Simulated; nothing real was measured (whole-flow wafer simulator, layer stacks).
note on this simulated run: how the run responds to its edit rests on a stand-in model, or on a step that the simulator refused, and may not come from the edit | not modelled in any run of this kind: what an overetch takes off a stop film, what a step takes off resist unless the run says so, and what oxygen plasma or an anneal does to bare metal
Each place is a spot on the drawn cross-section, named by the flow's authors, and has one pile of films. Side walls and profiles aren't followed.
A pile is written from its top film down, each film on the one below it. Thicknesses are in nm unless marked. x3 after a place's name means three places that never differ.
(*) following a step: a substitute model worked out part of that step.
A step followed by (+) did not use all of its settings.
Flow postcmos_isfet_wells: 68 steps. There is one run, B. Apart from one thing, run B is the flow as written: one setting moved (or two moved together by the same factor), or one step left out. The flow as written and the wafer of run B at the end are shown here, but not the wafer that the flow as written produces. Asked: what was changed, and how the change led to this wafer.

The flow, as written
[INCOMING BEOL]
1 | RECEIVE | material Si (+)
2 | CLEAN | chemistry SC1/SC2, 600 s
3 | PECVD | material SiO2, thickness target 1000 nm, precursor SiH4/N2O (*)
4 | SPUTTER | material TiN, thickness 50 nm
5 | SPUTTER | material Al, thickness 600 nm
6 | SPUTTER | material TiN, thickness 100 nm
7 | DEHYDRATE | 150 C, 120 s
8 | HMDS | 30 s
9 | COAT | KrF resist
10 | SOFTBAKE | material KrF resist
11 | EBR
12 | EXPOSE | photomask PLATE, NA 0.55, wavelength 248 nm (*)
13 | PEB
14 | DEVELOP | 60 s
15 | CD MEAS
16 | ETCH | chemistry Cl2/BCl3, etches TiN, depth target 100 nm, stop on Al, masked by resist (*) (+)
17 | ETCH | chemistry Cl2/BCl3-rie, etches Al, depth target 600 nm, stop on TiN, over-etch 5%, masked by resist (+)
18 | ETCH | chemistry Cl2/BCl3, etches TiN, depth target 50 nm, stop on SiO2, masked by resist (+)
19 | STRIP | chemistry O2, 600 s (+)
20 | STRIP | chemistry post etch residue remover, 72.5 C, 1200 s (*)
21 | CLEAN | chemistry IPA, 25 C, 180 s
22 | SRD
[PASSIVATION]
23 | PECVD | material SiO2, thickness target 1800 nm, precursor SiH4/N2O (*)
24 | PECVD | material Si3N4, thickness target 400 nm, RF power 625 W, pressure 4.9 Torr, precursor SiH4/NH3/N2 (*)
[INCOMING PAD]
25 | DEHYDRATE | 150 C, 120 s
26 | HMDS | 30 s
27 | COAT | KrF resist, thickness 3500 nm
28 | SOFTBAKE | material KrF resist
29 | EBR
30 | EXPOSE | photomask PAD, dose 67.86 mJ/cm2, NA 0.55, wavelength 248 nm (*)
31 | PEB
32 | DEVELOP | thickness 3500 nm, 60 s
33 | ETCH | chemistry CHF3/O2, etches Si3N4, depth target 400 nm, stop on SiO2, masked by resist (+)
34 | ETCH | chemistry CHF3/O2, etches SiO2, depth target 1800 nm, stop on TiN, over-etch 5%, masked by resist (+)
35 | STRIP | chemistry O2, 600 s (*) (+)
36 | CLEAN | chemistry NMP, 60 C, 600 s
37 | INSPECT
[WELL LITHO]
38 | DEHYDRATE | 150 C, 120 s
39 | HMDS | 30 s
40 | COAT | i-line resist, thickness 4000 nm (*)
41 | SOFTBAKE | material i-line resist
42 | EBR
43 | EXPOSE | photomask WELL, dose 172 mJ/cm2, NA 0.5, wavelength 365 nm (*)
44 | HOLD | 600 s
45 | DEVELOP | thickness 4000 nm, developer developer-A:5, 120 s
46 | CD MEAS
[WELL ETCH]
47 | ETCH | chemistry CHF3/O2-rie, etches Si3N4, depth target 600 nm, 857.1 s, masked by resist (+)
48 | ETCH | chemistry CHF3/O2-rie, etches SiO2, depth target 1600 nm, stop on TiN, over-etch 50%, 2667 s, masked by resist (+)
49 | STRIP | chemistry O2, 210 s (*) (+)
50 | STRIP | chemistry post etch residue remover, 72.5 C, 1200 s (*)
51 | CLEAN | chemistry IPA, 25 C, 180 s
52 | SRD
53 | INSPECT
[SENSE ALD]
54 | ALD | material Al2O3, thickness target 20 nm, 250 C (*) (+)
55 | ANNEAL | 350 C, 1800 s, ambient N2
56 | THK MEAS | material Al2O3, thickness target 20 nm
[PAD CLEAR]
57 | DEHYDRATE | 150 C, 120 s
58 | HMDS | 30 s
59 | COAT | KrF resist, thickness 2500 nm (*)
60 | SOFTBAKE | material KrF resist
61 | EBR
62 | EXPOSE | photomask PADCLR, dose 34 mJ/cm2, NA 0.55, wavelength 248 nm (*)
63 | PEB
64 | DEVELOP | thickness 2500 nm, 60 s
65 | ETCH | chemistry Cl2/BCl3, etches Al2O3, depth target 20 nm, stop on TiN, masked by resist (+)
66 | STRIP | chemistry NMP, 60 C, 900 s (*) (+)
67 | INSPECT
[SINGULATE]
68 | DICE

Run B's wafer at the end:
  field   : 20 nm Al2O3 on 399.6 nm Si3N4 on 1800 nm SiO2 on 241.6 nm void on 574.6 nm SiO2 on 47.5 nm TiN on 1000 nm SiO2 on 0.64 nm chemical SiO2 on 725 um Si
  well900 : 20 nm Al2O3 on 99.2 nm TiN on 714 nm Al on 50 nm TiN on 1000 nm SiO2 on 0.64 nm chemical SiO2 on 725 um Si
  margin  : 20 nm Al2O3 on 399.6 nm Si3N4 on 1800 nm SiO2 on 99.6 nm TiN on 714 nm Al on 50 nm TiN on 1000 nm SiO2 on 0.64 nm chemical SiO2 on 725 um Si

The reason: step 5, SPUTTER: thickness 714 nm was run, whereas the flow has thickness 600 nm.
The wafer lets one read it off: well900 has Al 714, and step 5 as written asks for 600 nm.

How this came from the change, step by step:
  5 | SPUTTER | material Al, thickness 600 nm
      field, margin, well900, well1300 x3, pad_rim, pad_clr, pad_open: +714 Al (new film) (as written it would have been: +600 Al (new film))
  17 | ETCH | chemistry Cl2/BCl3-rie, etches Al, depth target 600 nm, stop on TiN, over-etch 5%, masked by resist (+)
      field: -600 Al (as written it would have been: -600 Al (all of it))
  18 | ETCH | chemistry Cl2/BCl3, etches TiN, depth target 50 nm, stop on SiO2, masked by resist (+)
      field: -114 Al (all of it), -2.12 TiN (as written it would have been: -50 TiN (all of it))
  23 | PECVD | material SiO2, thickness target 1800 nm, precursor SiH4/N2O (*)
      field: +1800 SiO2 (new film), +241.6 void (new film), +574.6 SiO2 (new film) (as written it would have been: +1800 SiO2 (new film), +189.9 void (new film), +559.7 SiO2)
Taking metal films that touch as one body, field has 1 body; the flow as written gives 0 bodies.
